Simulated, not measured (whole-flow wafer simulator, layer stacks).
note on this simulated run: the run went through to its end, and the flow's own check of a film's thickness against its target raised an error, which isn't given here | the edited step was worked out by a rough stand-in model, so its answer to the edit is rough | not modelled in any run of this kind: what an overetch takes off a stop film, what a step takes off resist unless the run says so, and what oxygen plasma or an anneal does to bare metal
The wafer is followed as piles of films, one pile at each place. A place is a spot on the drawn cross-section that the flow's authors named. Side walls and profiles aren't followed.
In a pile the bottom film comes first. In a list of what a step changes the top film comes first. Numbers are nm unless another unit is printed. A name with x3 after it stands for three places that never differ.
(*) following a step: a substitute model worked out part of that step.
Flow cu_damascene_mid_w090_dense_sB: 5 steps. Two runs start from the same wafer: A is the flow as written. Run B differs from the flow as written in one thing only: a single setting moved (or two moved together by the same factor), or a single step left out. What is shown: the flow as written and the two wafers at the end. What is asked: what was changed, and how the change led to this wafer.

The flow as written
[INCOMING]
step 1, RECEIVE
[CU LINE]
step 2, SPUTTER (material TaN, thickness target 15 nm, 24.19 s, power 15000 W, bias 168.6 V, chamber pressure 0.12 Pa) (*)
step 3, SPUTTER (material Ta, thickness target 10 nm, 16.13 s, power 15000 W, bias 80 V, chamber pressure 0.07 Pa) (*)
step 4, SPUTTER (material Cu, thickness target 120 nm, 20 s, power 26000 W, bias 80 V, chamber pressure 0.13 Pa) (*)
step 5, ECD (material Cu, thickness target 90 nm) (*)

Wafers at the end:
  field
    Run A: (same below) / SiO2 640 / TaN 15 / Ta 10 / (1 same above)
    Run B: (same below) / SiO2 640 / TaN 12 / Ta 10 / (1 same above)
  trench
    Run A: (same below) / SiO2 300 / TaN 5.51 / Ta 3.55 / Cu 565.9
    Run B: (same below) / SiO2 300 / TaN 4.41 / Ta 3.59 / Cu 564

The reason: step 2, SPUTTER: power 12000 W was run, whereas the flow has power 15000 W.

Step by step, how the change led to this:
  step 2, SPUTTER (material TaN, thickness target 15 nm, 24.19 s, power 15000 W, bias 168.6 V, chamber pressure 0.12 Pa) (*)
      field: A +15 TaN (new film) | B +12 TaN (new film)
      trench: A +5.51 TaN (new film) | B +4.41 TaN (new film)
